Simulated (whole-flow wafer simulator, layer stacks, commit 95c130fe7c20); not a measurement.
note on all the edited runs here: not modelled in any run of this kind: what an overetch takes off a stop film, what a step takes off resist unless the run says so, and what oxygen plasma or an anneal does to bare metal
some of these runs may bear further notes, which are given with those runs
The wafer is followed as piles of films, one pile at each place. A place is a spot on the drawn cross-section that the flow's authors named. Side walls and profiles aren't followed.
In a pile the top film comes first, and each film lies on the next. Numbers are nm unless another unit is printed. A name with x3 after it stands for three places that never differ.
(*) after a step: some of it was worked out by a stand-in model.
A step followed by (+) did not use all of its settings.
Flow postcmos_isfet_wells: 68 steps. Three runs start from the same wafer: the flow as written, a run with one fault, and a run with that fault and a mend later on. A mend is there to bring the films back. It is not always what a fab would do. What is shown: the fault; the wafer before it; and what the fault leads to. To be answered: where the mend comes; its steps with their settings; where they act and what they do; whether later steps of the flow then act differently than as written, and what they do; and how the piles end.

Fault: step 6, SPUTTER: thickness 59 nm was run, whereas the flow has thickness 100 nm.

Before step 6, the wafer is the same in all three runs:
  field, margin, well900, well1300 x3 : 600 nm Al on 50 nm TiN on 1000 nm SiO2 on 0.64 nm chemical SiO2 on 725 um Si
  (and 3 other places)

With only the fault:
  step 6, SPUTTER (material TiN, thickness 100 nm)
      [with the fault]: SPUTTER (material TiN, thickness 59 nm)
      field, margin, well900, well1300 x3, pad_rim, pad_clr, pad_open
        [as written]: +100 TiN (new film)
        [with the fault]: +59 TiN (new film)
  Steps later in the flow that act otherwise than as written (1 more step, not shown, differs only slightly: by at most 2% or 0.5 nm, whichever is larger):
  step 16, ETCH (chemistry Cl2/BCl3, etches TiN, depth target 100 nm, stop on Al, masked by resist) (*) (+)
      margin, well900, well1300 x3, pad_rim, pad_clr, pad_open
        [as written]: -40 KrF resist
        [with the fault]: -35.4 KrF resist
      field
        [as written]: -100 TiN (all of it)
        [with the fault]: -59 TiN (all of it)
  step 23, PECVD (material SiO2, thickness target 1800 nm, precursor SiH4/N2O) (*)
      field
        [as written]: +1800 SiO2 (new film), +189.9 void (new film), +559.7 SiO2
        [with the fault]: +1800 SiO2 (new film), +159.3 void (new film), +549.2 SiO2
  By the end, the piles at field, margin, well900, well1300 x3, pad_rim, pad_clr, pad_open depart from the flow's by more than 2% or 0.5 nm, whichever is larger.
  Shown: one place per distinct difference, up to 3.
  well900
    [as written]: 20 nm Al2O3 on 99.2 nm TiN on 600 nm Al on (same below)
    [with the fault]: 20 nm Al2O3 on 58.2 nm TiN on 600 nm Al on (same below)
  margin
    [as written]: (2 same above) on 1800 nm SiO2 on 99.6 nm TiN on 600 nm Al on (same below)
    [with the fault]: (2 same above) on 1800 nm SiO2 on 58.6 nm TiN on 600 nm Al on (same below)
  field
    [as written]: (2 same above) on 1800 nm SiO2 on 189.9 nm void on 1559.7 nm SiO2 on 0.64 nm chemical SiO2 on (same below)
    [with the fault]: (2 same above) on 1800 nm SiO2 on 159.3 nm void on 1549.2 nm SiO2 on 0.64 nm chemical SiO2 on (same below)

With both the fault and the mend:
  The mend stands after step 6.
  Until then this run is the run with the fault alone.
  step 6a, SPUTTER (material TiN, thickness 41 nm) (the flow's step 6, run once more with other settings)
      field, margin, well900, well1300 x3, pad_rim, pad_clr, pad_open
        +41 TiN
  Every later step of the flow that is run acts as written at every place that is followed.
  The piles end the same as the flow's at every place that both follow.
